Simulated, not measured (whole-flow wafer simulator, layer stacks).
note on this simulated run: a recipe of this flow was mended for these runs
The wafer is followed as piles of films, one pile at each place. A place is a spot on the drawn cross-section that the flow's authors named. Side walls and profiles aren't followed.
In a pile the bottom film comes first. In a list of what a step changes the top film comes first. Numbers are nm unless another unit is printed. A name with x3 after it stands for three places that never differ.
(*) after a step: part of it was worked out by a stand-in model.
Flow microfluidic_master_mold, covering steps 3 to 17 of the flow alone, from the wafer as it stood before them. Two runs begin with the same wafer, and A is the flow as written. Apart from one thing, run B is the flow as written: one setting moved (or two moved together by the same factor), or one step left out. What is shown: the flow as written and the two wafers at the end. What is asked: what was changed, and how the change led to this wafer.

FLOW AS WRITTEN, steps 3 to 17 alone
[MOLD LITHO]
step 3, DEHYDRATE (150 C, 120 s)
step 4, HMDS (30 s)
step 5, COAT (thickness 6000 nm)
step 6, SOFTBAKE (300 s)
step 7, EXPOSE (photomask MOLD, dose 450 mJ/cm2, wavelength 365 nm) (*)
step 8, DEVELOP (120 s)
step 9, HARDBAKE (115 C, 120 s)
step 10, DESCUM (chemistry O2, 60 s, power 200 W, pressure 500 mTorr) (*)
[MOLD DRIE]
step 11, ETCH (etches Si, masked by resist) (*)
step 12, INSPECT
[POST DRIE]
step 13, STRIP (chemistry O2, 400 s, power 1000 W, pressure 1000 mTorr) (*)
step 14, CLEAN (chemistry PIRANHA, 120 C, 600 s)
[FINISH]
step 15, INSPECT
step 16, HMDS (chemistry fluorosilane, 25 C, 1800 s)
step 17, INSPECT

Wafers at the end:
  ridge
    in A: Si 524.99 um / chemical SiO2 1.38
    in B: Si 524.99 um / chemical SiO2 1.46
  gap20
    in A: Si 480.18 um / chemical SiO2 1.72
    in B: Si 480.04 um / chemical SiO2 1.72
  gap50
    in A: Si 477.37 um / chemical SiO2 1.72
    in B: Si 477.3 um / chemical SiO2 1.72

Cause: step 5, COAT: thickness 5068 nm was run, whereas the flow has thickness 6000 nm.

How this came from the change, step by step:
  step 5, COAT (thickness 6000 nm)
      ridge, gap20, gap50, gap200 x2: A +6000 thick-i-line-resist (new film) | B +5068 thick-i-line-resist (new film)
  step 8, DEVELOP (120 s)
      gap20, gap50, gap200 x2: A -6000 thick-i-line-resist (all of it) | B -5068 thick-i-line-resist (all of it)
  step 9, HARDBAKE (115 C, 120 s)
      ridge: A -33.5 thick-i-line-resist | B -26.3 thick-i-line-resist
  step 11, ETCH (etches Si, masked by resist) (*)
      gap20: A -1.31 chemical SiO2 (all of it), -44.81 um Si | B -1.31 chemical SiO2 (all of it), -44.95 um Si
      gap50: A -1.31 chemical SiO2 (all of it), -47.62 um Si | B -1.31 chemical SiO2 (all of it), -47.69 um Si
  step 13, STRIP (chemistry O2, 400 s, power 1000 W, pressure 1000 mTorr) (*)
      ridge: A -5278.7 thick-i-line-resist (all of it), +0.78 chemical SiO2, -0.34 Si | B -4353.9 thick-i-line-resist (all of it), +0.86 chemical SiO2, -0.38 Si
